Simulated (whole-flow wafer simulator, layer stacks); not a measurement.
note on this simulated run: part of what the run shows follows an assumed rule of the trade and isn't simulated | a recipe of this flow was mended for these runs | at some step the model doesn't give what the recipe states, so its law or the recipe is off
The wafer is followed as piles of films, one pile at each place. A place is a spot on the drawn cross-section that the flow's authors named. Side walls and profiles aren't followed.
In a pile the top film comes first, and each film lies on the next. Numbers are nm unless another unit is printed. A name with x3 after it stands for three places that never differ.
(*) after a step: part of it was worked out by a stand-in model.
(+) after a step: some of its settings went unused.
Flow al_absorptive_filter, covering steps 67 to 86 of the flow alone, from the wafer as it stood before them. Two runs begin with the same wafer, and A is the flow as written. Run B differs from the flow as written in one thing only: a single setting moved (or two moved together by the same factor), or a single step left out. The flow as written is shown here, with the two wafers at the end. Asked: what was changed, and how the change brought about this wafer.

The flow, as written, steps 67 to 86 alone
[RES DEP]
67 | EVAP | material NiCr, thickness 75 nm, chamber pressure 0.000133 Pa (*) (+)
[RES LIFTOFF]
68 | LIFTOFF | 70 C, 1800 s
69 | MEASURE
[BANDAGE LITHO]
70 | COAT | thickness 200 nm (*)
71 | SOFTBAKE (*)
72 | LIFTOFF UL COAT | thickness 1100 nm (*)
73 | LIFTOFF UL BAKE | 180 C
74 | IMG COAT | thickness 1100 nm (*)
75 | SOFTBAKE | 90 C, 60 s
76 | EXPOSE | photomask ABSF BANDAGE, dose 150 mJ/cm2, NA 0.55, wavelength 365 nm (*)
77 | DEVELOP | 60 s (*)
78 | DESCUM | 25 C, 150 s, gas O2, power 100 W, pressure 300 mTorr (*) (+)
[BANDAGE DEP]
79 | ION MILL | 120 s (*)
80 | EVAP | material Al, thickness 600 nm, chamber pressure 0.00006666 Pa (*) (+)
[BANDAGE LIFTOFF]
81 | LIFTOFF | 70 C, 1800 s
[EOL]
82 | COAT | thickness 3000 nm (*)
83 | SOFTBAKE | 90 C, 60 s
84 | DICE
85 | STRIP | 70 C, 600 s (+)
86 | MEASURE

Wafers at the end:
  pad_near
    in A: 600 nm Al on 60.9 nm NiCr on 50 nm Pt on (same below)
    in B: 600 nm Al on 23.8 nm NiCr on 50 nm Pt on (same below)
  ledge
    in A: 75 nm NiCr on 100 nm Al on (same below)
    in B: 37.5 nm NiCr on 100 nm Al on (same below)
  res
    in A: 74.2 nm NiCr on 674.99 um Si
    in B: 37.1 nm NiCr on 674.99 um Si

What caused this: step 67, EVAP: thickness 37.5 nm was run, though the flow has thickness 75 nm.
The wafer itself shows it: ledge has NiCr 37.5, and step 67 as written asks for 75 nm.

How this came from the change, step by step:
  67 | EVAP | material NiCr, thickness 75 nm, chamber pressure 0.000133 Pa (*) (+)
      gnd, pad_far, ledge and 9 more: A +75 NiCr (new film) | B +37.5 NiCr (new film)
      pad_near, res: A +74.2 NiCr (new film) | B +37.1 NiCr (new film)
  68 | LIFTOFF | 70 C, 1800 s
      xa_field, xl_land, idc_field: A -75 NiCr (all of it), -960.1 i-line-resist (all of it), -1100 lift-off-underlayer (all of it), -200 acrylic-e-beam-resist (all of it) | B -37.5 NiCr (all of it), -960.1 i-line-resist (all of it), -1100 lift-off-underlayer (all of it), -200 acrylic-e-beam-resist (all of it)
      gnd: A -75 NiCr (all of it), -959.5 i-line-resist (all of it), -1100.9 lift-off-underlayer (all of it), -200.6 acrylic-e-beam-resist (all of it) | B -37.5 NiCr (all of it), -959.5 i-line-resist (all of it), -1100.9 lift-off-underlayer (all of it), -200.6 acrylic-e-beam-resist (all of it)
      (also at 7 further places)
  70 | COAT | thickness 200 nm (*)
      pad_near: A +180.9 acrylic-e-beam-resist (new film) | B +186.7 acrylic-e-beam-resist (new film)
      res: A +218.1 acrylic-e-beam-resist (new film) | B +225.2 acrylic-e-beam-resist (new film)
  78 | DESCUM | 25 C, 150 s, gas O2, power 100 W, pressure 300 mTorr (*) (+)
      pad_near: A -180.9 acrylic-e-beam-resist (all of it) | B -186.7 acrylic-e-beam-resist (all of it)
  81 | LIFTOFF | 70 C, 1800 s
      res: A -600 Al (all of it), -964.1 i-line-resist (all of it), -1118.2 lift-off-underlayer (all of it), -218.1 acrylic-e-beam-resist (all of it) | B -600 Al (all of it), -975 i-line-resist (all of it), -1132.9 lift-off-underlayer (all of it), -225.2 acrylic-e-beam-resist (all of it)
  83 | SOFTBAKE | 90 C, 60 s
      res: A -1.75 i-line-resist | B +0.27 i-line-resist
      gnd: A +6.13 i-line-resist | B +5 i-line-resist
      (also at 2 further places)
